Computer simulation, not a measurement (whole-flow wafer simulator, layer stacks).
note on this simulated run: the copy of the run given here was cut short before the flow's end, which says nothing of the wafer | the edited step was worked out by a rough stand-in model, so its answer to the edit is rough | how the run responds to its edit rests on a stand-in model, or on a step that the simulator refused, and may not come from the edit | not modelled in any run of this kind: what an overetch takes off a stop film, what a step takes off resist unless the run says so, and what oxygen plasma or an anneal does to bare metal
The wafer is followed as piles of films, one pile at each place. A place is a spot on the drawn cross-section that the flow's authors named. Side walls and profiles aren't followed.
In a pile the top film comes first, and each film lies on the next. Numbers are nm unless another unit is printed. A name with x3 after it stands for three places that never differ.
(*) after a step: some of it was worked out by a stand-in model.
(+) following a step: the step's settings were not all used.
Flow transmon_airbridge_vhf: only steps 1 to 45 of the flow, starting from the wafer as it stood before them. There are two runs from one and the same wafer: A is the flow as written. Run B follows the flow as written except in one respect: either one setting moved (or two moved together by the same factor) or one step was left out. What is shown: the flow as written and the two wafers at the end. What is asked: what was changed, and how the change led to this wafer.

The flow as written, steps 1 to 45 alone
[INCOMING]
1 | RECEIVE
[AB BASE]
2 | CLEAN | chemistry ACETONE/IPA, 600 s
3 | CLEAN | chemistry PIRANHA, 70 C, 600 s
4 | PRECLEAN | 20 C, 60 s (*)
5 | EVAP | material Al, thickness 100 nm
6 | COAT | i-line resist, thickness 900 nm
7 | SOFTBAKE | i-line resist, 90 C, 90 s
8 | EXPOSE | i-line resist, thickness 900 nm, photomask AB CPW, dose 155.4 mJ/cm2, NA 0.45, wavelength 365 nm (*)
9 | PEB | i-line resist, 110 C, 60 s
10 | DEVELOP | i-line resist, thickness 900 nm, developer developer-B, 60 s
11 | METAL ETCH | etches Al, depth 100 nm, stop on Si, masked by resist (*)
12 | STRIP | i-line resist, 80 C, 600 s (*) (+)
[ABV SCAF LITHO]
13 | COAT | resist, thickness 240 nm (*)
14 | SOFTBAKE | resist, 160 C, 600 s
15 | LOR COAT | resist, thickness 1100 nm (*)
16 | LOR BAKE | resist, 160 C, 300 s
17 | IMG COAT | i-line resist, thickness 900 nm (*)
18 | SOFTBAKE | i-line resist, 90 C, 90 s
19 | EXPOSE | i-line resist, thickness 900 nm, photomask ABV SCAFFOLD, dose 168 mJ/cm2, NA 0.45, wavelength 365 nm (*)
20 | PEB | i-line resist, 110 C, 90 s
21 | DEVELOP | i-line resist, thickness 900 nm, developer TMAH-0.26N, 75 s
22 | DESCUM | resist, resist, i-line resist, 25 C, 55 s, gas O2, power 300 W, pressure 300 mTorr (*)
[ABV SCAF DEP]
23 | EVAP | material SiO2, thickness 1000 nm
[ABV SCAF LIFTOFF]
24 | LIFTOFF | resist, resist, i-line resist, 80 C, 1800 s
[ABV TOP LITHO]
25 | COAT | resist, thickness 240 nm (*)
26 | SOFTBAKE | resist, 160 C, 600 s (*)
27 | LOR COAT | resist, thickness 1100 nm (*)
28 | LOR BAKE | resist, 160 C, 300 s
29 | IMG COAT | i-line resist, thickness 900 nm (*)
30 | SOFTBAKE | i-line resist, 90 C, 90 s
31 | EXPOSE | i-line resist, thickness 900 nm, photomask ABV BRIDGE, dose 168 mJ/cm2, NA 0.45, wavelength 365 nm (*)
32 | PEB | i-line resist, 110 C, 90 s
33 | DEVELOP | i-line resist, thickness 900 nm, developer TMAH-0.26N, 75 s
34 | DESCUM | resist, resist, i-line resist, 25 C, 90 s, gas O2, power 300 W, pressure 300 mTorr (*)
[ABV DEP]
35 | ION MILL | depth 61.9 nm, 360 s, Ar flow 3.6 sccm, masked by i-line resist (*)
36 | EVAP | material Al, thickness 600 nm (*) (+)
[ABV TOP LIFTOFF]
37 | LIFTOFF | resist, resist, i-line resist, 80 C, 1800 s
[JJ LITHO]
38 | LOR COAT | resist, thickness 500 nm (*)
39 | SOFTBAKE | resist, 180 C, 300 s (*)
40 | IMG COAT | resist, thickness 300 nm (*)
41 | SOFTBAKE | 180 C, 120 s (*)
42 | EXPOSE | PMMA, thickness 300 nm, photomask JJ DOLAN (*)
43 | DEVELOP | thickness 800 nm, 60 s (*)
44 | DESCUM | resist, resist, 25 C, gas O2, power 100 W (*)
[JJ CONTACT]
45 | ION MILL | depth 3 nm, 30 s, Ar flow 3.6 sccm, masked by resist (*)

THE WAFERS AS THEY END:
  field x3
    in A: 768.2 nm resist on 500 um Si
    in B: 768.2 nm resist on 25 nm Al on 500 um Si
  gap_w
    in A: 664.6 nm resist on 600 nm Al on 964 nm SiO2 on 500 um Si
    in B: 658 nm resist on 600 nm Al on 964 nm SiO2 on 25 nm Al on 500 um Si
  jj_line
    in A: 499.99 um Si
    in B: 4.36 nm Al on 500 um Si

The reason: step 11, METAL ETCH: depth 75 nm was run, though the flow has depth 100 nm.

How this came from the change, step by step:
  11 | METAL ETCH | etches Al, depth 100 nm, stop on Si, masked by resist (*)
      field x3, jj_line, gap_w, gap_e: A Al loses 100 (all of it) | B Al loses 75
      ground_far, pad_w, flank_w and 8 more: A i-line resist loses 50 | B i-line resist loses 37.5
  45 | ION MILL | depth 3 nm, 30 s, Ar flow 3.6 sccm, masked by resist (*)
      jj_line: A Si loses 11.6 | B Al loses 20.6
Taking metal films that touch as one body, field x3 has 1 body; the flow as written gives 0 bodies.
Taking metal films that touch as one body, gap_w has 2 bodies (between them, from the top down: SiO2 964); the flow as written gives 1 body.
Taking metal films that touch as one body, jj_line has 1 body; the flow as written gives 0 bodies.
